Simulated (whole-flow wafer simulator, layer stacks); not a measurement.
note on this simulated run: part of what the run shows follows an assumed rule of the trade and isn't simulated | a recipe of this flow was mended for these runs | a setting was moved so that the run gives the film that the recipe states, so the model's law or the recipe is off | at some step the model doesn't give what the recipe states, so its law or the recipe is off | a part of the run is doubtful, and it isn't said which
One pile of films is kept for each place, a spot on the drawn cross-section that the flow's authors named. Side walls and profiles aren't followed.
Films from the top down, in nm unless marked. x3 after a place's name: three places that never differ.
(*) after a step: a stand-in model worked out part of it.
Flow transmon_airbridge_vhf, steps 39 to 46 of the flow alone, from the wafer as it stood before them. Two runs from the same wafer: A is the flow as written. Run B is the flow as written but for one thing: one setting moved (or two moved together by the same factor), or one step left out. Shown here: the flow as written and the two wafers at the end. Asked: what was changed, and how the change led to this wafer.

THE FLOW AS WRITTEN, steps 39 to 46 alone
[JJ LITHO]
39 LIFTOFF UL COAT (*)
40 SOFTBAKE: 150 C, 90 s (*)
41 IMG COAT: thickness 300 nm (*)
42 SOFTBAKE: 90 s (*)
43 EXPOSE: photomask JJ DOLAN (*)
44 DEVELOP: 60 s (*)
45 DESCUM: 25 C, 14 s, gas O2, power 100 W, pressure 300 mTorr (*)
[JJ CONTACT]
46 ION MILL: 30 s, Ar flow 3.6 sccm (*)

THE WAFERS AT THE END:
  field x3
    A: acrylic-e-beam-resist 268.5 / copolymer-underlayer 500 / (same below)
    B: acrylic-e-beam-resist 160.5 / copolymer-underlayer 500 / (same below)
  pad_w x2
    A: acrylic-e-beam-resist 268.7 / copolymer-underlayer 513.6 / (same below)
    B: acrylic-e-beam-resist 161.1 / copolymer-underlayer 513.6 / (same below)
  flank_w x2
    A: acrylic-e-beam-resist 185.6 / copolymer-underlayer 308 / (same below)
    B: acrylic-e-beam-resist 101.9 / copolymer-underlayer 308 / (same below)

The cause: step 41, IMG COAT: thickness 192 nm was run, where the flow has thickness 300 nm.

How the change led to this, step by step:
  41 IMG COAT: thickness 300 nm (*)
      field x3, jj_line, ground_far x3: A acrylic-e-beam-resist +300 (new film) | B acrylic-e-beam-resist +192 (new film)
      pad_w x2: A acrylic-e-beam-resist +300.2 (new film) | B acrylic-e-beam-resist +192.7 (new film)
      (and at 8 more places)
  44 DEVELOP: 60 s (*)
      jj_line: A acrylic-e-beam-resist -300 (all of it), copolymer-underlayer -500 (all of it) | B acrylic-e-beam-resist -192 (all of it), copolymer-underlayer -500 (all of it)
